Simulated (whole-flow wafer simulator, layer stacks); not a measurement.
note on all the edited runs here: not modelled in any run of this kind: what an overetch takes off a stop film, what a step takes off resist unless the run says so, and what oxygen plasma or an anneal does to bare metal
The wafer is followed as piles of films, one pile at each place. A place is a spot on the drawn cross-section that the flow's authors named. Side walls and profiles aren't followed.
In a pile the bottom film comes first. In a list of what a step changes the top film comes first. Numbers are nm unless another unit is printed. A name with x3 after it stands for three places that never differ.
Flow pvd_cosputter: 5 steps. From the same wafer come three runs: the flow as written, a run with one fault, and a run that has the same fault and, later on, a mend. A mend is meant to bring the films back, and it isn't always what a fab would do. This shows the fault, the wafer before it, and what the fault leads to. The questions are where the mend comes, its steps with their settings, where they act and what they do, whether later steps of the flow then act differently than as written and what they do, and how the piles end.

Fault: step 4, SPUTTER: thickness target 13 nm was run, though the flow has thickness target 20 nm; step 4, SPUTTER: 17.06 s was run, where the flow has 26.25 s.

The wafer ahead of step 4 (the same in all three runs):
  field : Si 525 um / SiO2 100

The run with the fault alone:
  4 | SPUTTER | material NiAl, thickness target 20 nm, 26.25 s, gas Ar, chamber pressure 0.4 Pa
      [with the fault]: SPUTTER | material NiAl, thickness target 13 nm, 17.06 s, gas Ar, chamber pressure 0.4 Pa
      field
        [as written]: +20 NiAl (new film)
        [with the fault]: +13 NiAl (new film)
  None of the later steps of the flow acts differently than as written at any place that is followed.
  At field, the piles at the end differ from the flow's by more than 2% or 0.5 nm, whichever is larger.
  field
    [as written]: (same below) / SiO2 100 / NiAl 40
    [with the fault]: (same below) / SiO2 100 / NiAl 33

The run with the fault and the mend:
  The mend stands after step 4.
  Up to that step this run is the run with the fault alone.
  4a | SPUTTER | material NiAl, thickness target 7 nm, 9.188 s, gas Ar, chamber pressure 0.4 Pa (a further turn of the flow's step 4, with different settings)
      field
        +7 NiAl
  None of the later steps of the flow acts differently than as written at any place that is followed.
  By the end, the piles equal the flow's at every place that both follow.
